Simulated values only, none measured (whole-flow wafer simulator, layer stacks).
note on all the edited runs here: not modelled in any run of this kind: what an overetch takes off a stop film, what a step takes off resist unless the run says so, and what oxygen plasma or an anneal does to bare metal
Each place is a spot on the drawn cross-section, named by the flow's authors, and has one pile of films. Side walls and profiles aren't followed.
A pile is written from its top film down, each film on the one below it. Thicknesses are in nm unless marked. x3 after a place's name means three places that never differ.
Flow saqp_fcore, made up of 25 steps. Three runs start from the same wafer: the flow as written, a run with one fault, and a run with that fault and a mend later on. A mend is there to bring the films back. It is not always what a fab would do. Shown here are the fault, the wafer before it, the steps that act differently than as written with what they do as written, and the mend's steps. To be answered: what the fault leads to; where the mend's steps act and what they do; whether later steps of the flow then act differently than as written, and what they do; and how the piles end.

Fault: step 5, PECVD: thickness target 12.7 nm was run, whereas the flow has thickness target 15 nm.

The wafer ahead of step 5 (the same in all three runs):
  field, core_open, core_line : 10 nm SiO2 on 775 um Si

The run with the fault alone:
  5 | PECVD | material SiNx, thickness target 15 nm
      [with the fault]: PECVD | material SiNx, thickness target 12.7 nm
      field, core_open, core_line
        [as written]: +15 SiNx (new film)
        [with the fault]: +12.7 SiNx (new film)
  Every later step of the flow that is run acts as written at every place that is followed.
  By the end, the piles at field, core_open, core_line depart from the flow's by more than 2% or 0.5 nm, whichever is larger.
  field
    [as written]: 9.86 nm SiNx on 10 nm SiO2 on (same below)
    [with the fault]: 7.56 nm SiNx on 10 nm SiO2 on (same below)
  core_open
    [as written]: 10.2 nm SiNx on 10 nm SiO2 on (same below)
    [with the fault]: 7.88 nm SiNx on 10 nm SiO2 on (same below)
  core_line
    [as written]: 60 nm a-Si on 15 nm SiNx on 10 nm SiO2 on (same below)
    [with the fault]: 60 nm a-Si on 12.7 nm SiNx on 10 nm SiO2 on (same below)

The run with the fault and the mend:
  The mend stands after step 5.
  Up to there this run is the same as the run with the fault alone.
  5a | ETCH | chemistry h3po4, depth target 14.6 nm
      field, core_open, core_line
        -12.7 SiNx (all of it)
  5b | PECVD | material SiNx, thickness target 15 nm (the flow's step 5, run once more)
      field, core_open, core_line
        +15 SiNx (new film)
  Every later step of the flow that is run acts as written at every place that is followed.
  At every place that both follow, the piles at the end match the flow's.
